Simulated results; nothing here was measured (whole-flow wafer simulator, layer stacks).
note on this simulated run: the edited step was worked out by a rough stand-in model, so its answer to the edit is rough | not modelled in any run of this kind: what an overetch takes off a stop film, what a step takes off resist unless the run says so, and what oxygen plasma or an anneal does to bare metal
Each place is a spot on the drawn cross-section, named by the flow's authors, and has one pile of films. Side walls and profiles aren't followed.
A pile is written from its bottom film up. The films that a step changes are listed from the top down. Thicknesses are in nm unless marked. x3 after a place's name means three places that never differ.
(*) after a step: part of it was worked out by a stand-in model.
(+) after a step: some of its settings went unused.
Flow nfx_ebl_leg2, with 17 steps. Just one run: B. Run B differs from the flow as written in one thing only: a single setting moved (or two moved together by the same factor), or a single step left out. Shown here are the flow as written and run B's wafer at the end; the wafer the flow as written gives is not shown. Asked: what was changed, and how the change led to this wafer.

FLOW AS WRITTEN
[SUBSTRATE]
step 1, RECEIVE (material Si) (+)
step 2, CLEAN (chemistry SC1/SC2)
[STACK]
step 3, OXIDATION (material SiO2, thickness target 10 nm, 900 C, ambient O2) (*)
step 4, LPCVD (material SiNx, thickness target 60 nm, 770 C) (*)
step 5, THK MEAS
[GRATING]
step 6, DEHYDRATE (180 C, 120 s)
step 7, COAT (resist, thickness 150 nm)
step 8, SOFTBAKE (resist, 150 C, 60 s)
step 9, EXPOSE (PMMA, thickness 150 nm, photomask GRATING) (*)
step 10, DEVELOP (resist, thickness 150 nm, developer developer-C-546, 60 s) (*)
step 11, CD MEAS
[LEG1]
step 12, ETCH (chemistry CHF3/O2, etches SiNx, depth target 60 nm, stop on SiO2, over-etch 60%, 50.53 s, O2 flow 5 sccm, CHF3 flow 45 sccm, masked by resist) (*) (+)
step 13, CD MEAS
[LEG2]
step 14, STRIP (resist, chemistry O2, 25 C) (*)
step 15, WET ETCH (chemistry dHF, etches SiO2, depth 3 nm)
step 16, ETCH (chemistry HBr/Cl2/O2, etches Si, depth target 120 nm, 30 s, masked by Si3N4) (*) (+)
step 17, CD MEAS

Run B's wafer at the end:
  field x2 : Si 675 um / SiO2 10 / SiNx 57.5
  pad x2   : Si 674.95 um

The reason: step 16, ETCH: depth target 44.6 nm was run, though the flow has depth target 120 nm; step 16, ETCH: 11.16 s was run, where the flow has 30 s.

Step by step, how the change led to this:
  step 16, ETCH (chemistry HBr/Cl2/O2, etches Si, depth target 120 nm, 30 s, masked by Si3N4) (*) (+)
      field x2: -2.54 SiNx (it would be, as written: -6.82 SiNx)
      pad x2: -44.6 Si (it would be, as written: -120 Si)
